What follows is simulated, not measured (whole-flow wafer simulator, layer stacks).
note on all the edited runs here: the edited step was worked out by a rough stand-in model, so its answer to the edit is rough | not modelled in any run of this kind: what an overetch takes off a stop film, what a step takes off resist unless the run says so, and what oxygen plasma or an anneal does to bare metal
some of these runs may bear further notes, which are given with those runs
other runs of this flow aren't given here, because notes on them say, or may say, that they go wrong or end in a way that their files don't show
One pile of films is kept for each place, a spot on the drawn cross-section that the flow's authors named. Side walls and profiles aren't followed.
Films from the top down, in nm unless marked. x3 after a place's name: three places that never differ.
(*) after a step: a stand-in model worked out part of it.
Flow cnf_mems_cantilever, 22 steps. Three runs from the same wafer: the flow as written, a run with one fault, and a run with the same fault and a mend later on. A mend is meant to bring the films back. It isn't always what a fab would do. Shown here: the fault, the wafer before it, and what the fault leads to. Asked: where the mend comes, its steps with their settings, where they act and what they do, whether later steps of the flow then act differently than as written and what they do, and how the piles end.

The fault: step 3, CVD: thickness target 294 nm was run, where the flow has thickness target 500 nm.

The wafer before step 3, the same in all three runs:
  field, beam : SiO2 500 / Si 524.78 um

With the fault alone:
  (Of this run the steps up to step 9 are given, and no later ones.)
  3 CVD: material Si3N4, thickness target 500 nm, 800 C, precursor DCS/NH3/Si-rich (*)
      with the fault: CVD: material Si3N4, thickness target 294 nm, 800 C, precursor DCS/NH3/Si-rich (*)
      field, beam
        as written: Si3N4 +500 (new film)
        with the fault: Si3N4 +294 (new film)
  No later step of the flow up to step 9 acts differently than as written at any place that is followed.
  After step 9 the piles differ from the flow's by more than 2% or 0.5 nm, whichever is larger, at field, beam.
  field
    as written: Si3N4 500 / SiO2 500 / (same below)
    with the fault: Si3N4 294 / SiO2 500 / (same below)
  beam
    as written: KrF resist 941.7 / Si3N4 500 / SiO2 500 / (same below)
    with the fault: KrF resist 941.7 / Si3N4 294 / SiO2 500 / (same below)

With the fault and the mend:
  The mend comes after step 3.
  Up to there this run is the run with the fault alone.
  3a ETCH: chemistry h3po4, depth target 338.1 nm
      field, beam
        Si3N4 -294 (all of it)
  3b CLEAN: chemistry SC1/SC2 (the flow's step 1 once more)
      changes no film at any place that is followed
  3c CVD: material Si3N4, thickness target 500 nm, 800 C, precursor DCS/NH3/Si-rich (*) (the flow's step 3 once more)
      field, beam
        Si3N4 +500 (new film)
  No later step of the flow acts differently than as written at any place that is followed.
  At the end the piles are the same as the flow's at every place that both follow.
